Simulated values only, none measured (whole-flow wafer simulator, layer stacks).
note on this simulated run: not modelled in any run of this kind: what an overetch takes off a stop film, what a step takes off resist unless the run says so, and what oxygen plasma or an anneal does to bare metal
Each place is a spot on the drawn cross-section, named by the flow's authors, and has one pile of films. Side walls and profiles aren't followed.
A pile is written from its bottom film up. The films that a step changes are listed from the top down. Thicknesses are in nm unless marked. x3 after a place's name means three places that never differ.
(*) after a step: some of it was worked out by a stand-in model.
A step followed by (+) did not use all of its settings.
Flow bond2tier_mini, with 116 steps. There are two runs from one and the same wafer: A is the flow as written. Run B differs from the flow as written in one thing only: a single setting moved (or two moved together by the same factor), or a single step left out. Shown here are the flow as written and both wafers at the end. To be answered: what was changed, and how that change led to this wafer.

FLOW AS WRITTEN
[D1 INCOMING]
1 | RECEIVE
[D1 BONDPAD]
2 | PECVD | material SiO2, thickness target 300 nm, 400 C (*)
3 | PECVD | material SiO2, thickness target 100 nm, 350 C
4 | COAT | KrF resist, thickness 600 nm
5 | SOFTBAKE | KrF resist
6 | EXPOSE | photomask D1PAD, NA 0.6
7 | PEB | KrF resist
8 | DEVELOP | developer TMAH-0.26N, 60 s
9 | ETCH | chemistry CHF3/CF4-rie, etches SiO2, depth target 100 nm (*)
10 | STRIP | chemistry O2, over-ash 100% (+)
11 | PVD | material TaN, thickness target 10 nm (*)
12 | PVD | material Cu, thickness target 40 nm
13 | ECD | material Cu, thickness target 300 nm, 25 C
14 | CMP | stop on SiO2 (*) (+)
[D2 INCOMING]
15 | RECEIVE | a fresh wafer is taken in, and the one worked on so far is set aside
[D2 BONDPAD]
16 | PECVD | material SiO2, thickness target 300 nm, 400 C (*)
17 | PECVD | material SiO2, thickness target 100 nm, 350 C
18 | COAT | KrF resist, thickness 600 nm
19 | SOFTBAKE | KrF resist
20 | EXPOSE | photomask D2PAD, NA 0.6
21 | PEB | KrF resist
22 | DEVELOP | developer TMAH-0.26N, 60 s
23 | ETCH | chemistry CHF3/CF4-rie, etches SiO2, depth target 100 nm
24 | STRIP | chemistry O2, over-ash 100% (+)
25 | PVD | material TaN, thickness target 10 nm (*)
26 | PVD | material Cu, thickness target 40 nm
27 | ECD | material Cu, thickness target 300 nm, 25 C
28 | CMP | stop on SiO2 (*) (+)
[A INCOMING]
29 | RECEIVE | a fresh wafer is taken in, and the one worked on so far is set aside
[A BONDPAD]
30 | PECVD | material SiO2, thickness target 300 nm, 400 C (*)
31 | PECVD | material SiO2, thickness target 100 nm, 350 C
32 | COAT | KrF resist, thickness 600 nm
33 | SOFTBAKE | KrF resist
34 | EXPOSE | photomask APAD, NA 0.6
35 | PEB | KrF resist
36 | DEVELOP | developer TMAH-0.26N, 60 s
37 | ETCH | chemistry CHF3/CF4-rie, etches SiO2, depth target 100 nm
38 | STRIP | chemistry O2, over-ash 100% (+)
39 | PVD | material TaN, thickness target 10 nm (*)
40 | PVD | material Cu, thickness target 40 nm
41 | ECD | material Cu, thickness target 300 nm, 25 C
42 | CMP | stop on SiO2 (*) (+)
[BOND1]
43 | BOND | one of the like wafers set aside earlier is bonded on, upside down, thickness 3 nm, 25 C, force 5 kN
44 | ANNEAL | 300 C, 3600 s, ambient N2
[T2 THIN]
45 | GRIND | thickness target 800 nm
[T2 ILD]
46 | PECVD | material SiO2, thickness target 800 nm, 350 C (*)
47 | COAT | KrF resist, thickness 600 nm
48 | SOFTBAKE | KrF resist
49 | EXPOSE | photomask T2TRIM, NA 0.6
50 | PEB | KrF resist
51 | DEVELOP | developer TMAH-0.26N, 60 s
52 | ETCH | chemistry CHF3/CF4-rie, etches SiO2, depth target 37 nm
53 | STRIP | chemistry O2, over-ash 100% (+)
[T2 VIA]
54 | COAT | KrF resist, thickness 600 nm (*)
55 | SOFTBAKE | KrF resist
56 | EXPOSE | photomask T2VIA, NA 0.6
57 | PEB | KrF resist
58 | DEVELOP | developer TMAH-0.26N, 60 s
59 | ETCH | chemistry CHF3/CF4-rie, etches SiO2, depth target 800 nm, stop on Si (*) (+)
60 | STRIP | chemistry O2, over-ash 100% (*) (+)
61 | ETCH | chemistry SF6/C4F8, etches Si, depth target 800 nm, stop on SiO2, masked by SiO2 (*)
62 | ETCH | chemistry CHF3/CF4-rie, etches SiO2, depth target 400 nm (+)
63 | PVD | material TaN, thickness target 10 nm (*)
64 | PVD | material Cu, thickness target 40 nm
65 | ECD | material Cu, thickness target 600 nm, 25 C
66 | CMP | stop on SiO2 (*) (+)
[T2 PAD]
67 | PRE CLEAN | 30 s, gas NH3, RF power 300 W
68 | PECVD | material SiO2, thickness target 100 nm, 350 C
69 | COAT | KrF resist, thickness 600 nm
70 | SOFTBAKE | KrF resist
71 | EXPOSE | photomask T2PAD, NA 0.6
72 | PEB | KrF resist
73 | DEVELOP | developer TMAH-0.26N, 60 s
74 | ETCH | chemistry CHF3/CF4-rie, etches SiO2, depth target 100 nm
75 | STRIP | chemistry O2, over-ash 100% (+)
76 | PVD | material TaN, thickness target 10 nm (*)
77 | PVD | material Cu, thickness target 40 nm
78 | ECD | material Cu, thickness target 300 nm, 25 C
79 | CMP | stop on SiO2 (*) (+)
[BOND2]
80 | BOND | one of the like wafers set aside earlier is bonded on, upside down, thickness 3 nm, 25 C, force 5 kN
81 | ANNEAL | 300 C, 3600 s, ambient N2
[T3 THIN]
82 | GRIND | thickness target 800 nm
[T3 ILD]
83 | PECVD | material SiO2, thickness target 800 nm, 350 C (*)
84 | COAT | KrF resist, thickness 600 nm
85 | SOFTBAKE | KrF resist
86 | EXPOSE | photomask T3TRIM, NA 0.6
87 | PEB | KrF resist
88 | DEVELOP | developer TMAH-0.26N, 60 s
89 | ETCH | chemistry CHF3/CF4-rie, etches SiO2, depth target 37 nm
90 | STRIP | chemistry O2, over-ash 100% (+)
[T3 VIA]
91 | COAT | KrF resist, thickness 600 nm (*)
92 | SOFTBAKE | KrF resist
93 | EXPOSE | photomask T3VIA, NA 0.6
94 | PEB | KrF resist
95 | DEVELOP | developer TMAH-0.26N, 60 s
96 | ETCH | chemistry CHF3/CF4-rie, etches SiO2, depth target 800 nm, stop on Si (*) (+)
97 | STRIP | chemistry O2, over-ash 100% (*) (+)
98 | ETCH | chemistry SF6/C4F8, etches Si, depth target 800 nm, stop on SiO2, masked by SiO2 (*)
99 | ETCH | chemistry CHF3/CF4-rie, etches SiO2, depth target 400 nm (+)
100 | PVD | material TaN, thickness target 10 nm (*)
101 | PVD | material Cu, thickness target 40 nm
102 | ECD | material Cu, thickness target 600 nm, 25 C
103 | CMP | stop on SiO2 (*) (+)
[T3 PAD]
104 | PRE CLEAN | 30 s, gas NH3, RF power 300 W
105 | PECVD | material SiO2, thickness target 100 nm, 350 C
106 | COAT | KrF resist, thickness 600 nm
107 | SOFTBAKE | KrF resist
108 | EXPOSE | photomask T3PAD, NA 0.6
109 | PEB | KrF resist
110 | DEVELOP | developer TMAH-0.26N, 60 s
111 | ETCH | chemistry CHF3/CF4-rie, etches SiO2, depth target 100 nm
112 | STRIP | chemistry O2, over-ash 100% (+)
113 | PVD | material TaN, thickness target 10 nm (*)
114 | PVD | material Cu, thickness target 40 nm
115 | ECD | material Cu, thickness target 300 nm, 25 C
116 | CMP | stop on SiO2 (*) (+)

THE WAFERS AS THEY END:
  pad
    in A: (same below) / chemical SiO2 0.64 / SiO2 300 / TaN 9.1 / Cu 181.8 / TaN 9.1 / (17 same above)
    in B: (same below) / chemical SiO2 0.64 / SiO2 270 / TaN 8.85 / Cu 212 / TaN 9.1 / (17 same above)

Cause: step 37, ETCH: depth target 130 nm was run, though the flow has depth target 100 nm.

How this came from the change, step by step:
  37 | ETCH | chemistry CHF3/CF4-rie, etches SiO2, depth target 100 nm
      pad, via: A -100 SiO2 | B -130 SiO2
      field: A -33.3 KrF resist | B -43.3 KrF resist
  40 | PVD | material Cu, thickness target 40 nm
      pad: A +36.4 Cu (new film) | B +35.4 Cu (new film)
  41 | ECD | material Cu, thickness target 300 nm, 25 C
      pad: A +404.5 Cu | B +435.8 Cu
      via: A +400.2 Cu | B +430.4 Cu
